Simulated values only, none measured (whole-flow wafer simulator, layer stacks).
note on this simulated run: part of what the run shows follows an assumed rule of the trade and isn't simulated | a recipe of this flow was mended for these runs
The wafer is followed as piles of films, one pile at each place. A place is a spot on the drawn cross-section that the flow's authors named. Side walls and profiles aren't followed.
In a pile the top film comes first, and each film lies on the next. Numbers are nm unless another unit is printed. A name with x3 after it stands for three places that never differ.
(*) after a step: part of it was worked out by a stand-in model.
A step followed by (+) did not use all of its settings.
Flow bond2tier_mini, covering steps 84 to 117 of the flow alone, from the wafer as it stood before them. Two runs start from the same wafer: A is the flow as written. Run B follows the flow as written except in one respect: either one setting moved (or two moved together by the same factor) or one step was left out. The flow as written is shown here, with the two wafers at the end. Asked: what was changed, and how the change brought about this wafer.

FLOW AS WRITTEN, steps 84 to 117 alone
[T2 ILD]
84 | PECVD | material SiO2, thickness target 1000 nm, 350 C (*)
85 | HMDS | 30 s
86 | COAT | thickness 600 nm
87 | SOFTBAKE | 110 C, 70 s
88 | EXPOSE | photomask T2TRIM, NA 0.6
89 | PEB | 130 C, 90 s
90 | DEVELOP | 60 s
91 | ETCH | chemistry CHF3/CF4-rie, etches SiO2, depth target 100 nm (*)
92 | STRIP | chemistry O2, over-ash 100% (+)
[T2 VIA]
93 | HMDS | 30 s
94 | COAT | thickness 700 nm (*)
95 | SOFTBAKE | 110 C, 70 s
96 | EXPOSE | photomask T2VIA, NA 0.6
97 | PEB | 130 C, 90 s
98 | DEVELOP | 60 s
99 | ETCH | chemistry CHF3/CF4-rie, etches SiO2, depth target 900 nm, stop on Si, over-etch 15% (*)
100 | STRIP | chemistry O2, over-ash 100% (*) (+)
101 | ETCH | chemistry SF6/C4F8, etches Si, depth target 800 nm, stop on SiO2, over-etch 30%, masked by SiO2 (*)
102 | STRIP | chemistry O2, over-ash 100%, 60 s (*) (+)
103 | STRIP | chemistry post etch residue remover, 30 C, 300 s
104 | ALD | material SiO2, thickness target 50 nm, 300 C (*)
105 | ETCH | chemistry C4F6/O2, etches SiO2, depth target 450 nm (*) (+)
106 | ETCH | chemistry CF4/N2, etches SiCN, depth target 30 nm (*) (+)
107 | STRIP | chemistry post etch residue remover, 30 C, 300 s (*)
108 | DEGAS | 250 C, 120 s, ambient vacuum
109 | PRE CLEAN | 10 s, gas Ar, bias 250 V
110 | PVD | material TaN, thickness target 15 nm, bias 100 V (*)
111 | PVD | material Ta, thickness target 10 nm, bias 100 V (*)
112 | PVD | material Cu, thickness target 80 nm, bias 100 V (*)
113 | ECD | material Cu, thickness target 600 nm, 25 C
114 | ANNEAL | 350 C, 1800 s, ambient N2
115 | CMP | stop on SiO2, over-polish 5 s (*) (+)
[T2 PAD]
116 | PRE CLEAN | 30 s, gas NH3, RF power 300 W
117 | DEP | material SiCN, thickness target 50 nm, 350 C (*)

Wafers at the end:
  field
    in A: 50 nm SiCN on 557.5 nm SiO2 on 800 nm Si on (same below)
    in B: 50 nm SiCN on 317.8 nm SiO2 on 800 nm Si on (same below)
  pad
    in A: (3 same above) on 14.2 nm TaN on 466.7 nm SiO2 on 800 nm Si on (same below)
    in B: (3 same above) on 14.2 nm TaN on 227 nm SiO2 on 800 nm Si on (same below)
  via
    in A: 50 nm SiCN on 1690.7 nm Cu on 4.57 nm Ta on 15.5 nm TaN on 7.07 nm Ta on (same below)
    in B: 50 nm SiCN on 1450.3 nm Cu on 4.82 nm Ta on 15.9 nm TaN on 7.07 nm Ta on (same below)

Cause: step 84, PECVD: thickness target 760 nm was run, while the flow as written has thickness target 1000 nm.

Step by step, how the change led to this:
  84 | PECVD | material SiO2, thickness target 1000 nm, 350 C (*)
      field, pad, via: A +1000 SiO2 (new film) | B +760 SiO2 (new film)
  99 | ETCH | chemistry CHF3/CF4-rie, etches SiO2, depth target 900 nm, stop on Si, over-etch 15% (*)
      field, pad: A -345 thick-KrF-resist | B -253 thick-KrF-resist
      via: A -900 SiO2 (all of it), -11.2 Si | B -660 SiO2 (all of it), -31.2 Si
  100 | STRIP | chemistry O2, over-ash 100% (*) (+)
      field: A -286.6 thick-KrF-resist (all of it) | B -378.6 thick-KrF-resist (all of it)
      pad: A -372.9 thick-KrF-resist (all of it) | B -464.9 thick-KrF-resist (all of it)
  101 | ETCH | chemistry SF6/C4F8, etches Si, depth target 800 nm, stop on SiO2, over-etch 30%, masked by SiO2 (*)
      via: A -788.8 Si (all of it), -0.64 chemical SiO2 (all of it), -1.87 SiO2 | B -768.8 Si (all of it), -0.64 chemical SiO2 (all of it), -2.07 SiO2
  112 | PVD | material Cu, thickness target 80 nm, bias 100 V (*)
      via: A +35 Cu (new film) | B +37.1 Cu (new film)
  113 | ECD | material Cu, thickness target 600 nm, 25 C
      via: A +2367 Cu | B +2124.6 Cu
